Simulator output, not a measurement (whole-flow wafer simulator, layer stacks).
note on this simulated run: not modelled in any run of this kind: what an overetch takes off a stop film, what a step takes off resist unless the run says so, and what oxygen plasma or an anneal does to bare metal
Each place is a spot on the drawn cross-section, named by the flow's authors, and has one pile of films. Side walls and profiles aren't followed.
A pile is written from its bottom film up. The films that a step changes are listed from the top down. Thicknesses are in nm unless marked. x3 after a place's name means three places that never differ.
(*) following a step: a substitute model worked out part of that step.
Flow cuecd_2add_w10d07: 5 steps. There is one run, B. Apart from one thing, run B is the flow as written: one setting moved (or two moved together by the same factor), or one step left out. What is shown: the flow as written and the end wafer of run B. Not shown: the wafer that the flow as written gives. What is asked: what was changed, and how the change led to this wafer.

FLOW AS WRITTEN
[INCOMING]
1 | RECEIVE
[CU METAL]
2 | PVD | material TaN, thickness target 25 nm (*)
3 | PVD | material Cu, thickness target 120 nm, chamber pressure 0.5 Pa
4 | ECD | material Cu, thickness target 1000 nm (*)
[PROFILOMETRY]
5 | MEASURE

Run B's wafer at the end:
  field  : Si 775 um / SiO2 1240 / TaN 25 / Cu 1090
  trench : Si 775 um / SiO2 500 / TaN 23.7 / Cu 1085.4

What caused this: step 3, PVD: thickness target 90 nm was run, while the flow as written has thickness target 120 nm.

The path from the change to this, step by step:
  3 | PVD | material Cu, thickness target 120 nm, chamber pressure 0.5 Pa
      field: Cu gains 90 (new film) (as written it would have been: Cu gains 120 (new film))
      trench: Cu gains 85.4 (new film) (as written it would have been: Cu gains 114 (new film))
